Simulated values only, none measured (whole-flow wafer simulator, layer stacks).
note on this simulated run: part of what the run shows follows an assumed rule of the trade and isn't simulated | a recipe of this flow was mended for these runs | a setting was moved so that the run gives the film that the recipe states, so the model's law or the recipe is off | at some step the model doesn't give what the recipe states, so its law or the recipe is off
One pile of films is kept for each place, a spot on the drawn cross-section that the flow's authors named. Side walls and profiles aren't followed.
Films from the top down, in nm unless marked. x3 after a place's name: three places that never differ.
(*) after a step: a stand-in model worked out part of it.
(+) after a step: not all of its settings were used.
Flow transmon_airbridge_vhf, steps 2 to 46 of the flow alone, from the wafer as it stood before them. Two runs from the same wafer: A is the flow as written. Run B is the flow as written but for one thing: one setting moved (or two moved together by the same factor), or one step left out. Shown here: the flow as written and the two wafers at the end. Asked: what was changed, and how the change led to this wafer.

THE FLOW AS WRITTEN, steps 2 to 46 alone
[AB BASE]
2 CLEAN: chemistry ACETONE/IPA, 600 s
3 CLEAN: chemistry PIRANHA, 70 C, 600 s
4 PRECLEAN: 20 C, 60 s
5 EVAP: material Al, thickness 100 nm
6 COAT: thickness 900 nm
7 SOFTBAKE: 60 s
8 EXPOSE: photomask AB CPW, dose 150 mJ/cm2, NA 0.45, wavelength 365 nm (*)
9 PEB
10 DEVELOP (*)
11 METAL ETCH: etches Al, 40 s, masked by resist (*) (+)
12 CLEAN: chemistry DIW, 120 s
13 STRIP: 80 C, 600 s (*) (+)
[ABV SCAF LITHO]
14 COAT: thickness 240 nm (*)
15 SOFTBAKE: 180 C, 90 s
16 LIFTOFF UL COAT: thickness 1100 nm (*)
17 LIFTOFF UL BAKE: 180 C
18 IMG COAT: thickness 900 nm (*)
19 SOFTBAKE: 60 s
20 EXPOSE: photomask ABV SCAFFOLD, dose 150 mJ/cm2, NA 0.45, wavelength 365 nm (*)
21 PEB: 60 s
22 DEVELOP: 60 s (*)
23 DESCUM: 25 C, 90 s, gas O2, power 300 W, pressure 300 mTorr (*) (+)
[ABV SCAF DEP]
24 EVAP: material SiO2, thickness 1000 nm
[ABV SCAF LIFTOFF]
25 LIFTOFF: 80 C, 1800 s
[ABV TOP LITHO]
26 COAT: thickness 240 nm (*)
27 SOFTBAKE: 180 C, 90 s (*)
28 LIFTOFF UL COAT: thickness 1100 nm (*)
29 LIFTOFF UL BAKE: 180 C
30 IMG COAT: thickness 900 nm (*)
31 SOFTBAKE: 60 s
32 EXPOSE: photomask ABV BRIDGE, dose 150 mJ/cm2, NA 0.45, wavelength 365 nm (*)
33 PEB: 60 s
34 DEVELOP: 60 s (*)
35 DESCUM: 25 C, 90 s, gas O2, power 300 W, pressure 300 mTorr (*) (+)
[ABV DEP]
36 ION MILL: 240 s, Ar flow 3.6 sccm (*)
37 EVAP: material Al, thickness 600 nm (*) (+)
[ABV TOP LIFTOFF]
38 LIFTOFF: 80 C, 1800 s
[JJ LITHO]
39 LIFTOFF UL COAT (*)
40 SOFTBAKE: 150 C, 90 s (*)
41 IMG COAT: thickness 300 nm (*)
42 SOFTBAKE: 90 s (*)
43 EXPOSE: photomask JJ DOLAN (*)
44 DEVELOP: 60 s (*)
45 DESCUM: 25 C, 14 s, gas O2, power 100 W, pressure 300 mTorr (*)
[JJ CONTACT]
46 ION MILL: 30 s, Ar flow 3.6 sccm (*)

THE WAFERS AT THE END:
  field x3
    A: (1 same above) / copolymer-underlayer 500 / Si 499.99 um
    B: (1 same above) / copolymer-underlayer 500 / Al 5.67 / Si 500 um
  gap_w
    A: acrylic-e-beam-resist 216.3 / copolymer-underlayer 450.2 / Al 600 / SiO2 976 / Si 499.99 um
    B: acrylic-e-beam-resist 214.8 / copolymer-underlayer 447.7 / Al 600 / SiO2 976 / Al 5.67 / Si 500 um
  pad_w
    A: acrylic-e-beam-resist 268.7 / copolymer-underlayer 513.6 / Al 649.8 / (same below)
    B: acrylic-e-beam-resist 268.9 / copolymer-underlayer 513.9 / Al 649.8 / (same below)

The cause: step 11, METAL ETCH: 27 s was run, where the flow has 40 s.

How the change led to this, step by step:
  11 METAL ETCH: etches Al, 40 s, masked by resist (*) (+)
      field x3, jj_line, gap_w, gap_e: A Al -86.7 (all of it), Si -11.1 | B Al -81
      ground_far, pad_w, flank_w and 8 more: A i-line-resist -60 | B i-line-resist -40.5
  13 STRIP: 80 C, 600 s (*) (+)
      ground_far, pad_w, flank_w and 8 more: A i-line-resist -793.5 (all of it) | B i-line-resist -813 (all of it)
  46 ION MILL: 30 s, Ar flow 3.6 sccm (*)
      jj_line: A Si -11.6 | B Al -5.67 (all of it), Si -8.44
Counting metal films that touch as one body, field x3 has 1 body; the flow as written gives 0 bodies.
Counting metal films that touch as one body, gap_w has 2 bodies (between them, from the top down: SiO2 976); the flow as written gives 1 body.
